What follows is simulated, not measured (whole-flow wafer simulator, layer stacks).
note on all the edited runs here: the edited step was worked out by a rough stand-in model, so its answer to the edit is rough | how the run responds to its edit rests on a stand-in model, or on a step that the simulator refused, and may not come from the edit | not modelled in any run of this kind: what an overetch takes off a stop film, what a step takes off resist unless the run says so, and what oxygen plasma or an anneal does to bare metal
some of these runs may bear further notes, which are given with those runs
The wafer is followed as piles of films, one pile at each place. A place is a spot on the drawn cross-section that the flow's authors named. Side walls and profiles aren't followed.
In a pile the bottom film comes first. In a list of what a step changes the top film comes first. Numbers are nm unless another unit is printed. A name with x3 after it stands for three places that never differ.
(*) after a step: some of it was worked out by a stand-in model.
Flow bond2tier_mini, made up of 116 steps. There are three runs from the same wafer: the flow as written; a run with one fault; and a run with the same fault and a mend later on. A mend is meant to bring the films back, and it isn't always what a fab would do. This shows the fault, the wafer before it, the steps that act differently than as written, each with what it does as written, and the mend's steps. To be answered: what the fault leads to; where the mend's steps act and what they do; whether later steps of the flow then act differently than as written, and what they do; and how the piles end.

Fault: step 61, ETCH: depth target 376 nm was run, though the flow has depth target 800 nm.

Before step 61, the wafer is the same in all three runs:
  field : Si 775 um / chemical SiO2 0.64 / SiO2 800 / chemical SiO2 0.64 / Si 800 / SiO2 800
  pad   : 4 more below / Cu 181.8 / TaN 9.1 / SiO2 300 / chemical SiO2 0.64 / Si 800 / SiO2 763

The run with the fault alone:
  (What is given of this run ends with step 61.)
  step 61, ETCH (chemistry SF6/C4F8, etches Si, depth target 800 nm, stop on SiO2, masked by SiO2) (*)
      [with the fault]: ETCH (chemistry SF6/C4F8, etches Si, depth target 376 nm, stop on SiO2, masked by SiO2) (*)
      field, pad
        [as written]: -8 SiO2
        [with the fault]: -3.76 SiO2
  Once step 61 is done, the piles differ only a little from the flow's at the places that both follow, at most by 2% or 0.5 nm, whichever is larger.

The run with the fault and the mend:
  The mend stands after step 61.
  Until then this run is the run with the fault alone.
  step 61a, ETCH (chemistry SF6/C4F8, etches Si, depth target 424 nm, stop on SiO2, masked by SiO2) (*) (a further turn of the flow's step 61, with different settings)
      field, pad
        -4.24 SiO2
  Every later step of the flow that is run acts as written at every place that is followed.
  The piles end the same as the flow's at every place that both follow.
